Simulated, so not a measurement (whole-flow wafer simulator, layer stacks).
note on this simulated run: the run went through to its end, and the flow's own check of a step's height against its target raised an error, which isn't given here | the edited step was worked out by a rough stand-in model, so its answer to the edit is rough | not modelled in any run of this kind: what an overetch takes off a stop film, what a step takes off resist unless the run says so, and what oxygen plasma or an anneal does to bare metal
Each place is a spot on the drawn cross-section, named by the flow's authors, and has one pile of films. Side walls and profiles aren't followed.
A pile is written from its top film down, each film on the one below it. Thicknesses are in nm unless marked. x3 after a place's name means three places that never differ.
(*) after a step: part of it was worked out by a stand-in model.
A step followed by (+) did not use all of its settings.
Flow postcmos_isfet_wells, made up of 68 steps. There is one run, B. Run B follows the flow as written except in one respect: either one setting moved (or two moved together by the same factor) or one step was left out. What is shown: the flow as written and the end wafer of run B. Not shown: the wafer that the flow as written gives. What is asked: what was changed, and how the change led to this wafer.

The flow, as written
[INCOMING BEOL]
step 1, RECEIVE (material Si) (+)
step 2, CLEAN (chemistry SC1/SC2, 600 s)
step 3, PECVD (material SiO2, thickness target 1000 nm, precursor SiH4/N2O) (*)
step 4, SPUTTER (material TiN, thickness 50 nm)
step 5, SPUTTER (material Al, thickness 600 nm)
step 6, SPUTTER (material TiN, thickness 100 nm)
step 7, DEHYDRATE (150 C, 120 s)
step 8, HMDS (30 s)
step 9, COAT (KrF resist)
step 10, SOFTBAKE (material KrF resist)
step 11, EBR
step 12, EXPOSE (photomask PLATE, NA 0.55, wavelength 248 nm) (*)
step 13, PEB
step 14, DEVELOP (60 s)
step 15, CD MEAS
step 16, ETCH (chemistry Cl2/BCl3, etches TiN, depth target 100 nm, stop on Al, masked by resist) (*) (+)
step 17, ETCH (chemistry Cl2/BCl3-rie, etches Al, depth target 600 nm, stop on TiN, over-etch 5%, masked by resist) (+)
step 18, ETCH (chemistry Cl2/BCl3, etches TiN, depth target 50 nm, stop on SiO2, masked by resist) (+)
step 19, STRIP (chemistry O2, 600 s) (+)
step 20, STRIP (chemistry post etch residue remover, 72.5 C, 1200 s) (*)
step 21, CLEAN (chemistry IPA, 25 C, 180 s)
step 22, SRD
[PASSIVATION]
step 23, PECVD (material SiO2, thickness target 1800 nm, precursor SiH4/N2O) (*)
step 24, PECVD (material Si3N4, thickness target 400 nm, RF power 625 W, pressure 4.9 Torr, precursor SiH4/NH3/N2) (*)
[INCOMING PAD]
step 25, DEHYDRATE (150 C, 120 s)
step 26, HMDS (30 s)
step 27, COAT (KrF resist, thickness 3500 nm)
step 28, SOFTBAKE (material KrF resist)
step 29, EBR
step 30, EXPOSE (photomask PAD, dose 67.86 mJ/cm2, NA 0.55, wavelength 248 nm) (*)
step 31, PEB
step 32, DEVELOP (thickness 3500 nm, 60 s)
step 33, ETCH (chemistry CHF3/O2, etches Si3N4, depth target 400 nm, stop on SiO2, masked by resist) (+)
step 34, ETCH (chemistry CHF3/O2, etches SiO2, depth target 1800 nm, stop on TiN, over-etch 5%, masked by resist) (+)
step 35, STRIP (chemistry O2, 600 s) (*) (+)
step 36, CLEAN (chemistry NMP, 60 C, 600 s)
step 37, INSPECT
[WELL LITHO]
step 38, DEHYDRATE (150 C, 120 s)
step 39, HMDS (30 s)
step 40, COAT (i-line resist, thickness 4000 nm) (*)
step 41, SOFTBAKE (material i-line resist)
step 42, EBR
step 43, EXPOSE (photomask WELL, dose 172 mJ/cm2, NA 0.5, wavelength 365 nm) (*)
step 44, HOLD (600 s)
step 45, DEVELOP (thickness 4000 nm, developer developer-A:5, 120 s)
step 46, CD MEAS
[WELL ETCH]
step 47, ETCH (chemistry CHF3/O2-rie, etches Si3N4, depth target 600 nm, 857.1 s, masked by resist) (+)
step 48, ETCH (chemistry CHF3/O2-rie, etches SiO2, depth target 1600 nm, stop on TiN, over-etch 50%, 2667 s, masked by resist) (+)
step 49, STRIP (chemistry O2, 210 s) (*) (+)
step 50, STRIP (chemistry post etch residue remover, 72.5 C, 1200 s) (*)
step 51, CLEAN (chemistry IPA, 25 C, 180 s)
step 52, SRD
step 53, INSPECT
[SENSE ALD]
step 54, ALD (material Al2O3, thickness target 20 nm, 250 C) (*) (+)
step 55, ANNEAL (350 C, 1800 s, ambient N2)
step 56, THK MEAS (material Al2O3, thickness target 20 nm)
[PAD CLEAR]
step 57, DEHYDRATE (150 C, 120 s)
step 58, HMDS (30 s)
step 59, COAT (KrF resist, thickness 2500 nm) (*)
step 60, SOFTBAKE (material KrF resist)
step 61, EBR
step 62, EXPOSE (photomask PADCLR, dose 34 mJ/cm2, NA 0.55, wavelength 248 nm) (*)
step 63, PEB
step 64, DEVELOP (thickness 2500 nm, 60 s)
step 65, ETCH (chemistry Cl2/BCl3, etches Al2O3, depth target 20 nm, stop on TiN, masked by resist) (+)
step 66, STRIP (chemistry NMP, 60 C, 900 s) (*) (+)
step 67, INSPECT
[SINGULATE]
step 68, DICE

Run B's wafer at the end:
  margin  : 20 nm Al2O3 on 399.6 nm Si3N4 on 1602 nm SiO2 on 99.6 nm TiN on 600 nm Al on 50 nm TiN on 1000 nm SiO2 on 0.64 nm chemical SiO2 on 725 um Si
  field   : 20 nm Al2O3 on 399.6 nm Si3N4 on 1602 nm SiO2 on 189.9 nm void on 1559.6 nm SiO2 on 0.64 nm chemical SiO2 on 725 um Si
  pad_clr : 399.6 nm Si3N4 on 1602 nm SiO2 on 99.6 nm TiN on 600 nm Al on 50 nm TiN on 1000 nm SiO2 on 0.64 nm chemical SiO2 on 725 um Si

What caused this: step 23, PECVD: thickness target 1602 nm was run, while the flow as written has thickness target 1800 nm.
The wafer itself shows it: margin has SiO2 1602, and step 23 as written asks for 1800 nm.

How this came from the change, step by step:
  step 23, PECVD (material SiO2, thickness target 1800 nm, precursor SiH4/N2O) (*)
      margin, well900, well1300 x3, pad_rim, pad_clr, pad_open: SiO2 gains 1602 (new film) (it would be, as written: SiO2 gains 1800 (new film))
      field: SiO2 gains 1602 (new film), void gains 189.9 (new film), SiO2 gains 559.6 (it would be, as written: SiO2 gains 1800 (new film), void gains 189.9 (new film), SiO2 gains 559.7)
  step 34, ETCH (chemistry CHF3/O2, etches SiO2, depth target 1800 nm, stop on TiN, over-etch 5%, masked by resist) (+)
      field, margin, well900, well1300 x3, pad_rim, pad_clr: KrF resist loses 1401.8 (it would be, as written: KrF resist loses 1500)
      pad_open: SiO2 loses 1602 (all of it) (it would be, as written: SiO2 loses 1800 (all of it))
  step 35, STRIP (chemistry O2, 600 s) (*) (+)
      field, margin, well900, well1300 x3, pad_rim, pad_clr: KrF resist loses 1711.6 (all of it) (it would be, as written: KrF resist loses 1613.3 (all of it))
  step 41, SOFTBAKE (material i-line resist)
      pad_clr: i-line resist loses 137 (it would be, as written: i-line resist loses 156.7)
      pad_open: i-line resist gains 106.5 (it would be, as written: i-line resist gains 115.3)
  step 48, ETCH (chemistry CHF3/O2-rie, etches SiO2, depth target 1600 nm, stop on TiN, over-etch 50%, 2667 s, masked by resist) (+)
      well900, well1300 x3: SiO2 loses 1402 (all of it) (it would be, as written: SiO2 loses 1600 (all of it))
  step 49, STRIP (chemistry O2, 210 s) (*) (+)
      pad_clr: i-line resist loses 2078 (all of it) (it would be, as written: i-line resist loses 1996.5 (all of it))
      pad_open: i-line resist loses 3736.5 (all of it) (it would be, as written: i-line resist loses 3816.3 (all of it))
  step 59, COAT (KrF resist, thickness 2500 nm) (*)
      field: KrF resist gains 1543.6 (new film) (it would be, as written: KrF resist gains 1449 (new film))
      margin: KrF resist gains 1543.5 (new film) (it would be, as written: KrF resist gains 1448.9 (new film))
      (and at 2 other places as well)
  step 63, PEB
      field, margin: KrF resist loses 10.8 (it would be, as written: KrF resist loses 10.1)
  step 64, DEVELOP (thickness 2500 nm, 60 s)
      pad_clr: KrF resist loses 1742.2 (all of it) (it would be, as written: KrF resist loses 1676 (all of it))
  step 66, STRIP (chemistry NMP, 60 C, 900 s) (*) (+)
      field, margin: KrF resist loses 1494 (all of it) (it would be, as written: KrF resist loses 1400.1 (all of it))
      pad_rim: KrF resist loses 1968.3 (all of it) (it would be, as written: KrF resist loses 1923.7 (all of it))
